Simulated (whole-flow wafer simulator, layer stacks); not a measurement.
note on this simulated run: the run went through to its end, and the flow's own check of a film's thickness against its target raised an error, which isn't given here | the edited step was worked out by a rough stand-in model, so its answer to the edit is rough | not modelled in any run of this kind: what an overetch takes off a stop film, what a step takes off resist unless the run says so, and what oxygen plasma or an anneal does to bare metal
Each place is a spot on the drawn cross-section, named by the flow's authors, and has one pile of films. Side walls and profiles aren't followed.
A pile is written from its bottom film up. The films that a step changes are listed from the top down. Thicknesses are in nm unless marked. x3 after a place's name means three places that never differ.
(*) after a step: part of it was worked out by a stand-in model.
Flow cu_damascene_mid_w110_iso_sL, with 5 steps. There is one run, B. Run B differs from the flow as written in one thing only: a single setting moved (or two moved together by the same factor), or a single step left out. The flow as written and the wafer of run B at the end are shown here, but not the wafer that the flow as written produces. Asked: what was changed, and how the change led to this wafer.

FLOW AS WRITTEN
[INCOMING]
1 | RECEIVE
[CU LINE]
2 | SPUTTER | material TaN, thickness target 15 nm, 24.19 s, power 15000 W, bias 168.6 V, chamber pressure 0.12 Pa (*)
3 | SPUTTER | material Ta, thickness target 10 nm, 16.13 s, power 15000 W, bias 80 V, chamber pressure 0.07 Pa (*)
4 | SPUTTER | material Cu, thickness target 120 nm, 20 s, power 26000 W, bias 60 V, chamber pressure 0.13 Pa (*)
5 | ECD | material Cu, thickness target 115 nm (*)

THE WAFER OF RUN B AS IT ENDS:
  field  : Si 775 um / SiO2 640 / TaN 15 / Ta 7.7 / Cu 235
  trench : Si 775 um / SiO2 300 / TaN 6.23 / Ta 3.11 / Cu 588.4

What caused this: step 3, SPUTTER: thickness target 7.7 nm was run, though the flow has thickness target 10 nm; step 3, SPUTTER: 12.45 s was run, where the flow has 16.13 s.
The wafer lets one read it off: field has Ta 7.7, and step 3 as written asks for 10 nm.

How this came from the change, step by step:
  3 | SPUTTER | material Ta, thickness target 10 nm, 16.13 s, power 15000 W, bias 80 V, chamber pressure 0.07 Pa (*)
      field: +7.7 Ta (new film) (in the flow as written it would be: +10 Ta (new film))
      trench: +3.11 Ta (new film) (in the flow as written it would be: +4.05 Ta (new film))
